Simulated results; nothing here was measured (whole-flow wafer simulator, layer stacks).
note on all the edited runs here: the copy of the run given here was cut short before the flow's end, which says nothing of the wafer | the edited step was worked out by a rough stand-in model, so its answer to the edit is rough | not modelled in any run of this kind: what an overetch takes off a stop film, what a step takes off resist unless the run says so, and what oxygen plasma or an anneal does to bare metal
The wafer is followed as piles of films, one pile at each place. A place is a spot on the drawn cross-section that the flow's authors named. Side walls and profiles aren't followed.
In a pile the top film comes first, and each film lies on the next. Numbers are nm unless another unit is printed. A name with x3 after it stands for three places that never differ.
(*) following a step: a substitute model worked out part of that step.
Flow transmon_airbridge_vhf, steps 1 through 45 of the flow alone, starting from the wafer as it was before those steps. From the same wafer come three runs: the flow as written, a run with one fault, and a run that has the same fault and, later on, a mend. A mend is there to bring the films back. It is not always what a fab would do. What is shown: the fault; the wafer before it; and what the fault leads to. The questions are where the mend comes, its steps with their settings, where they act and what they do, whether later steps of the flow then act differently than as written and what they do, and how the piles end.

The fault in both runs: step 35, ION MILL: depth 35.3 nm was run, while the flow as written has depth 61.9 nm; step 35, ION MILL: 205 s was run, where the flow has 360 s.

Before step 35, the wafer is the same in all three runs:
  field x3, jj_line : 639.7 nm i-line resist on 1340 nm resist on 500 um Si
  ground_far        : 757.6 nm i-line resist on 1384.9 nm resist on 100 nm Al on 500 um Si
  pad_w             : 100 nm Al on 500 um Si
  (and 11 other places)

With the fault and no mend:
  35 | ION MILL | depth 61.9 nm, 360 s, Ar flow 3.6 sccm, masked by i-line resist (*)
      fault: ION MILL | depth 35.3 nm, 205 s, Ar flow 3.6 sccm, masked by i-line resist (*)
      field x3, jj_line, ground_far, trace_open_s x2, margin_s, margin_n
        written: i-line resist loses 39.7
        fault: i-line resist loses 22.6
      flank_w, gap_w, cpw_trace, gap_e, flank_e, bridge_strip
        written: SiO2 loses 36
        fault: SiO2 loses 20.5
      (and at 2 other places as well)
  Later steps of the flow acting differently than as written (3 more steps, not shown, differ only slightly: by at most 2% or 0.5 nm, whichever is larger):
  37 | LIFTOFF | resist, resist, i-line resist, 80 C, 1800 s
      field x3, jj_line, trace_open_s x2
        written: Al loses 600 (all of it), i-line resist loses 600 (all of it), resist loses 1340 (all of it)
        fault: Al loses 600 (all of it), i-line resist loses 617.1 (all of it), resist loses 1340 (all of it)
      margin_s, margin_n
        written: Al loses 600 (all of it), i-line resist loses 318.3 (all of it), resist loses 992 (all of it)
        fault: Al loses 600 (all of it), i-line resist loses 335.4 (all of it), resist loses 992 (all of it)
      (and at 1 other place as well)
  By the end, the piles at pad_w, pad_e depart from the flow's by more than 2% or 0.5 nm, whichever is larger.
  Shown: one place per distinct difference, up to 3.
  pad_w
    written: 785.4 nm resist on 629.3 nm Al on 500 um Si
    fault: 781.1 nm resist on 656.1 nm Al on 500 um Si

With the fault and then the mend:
  The mend stands after step 35.
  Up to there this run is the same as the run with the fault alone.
  35a | ION MILL | depth 26.6 nm, 154.7 s, Ar flow 3.6 sccm, masked by i-line resist (*) (the flow's step 35, run once more with other settings)
      field x3, jj_line, ground_far, trace_open_s x2, margin_s, margin_n
        i-line resist loses 17.1
      flank_w, gap_w, cpw_trace, gap_e, flank_e, bridge_strip
        SiO2 loses 15.5
      pad_w, pad_e
        Al loses 26.6
  Later steps of the flow that are run all act as written at every place that is followed.
  At the end the piles are close to the flow's at the places that both follow, differing by at most 2% or 0.5 nm, whichever is larger.
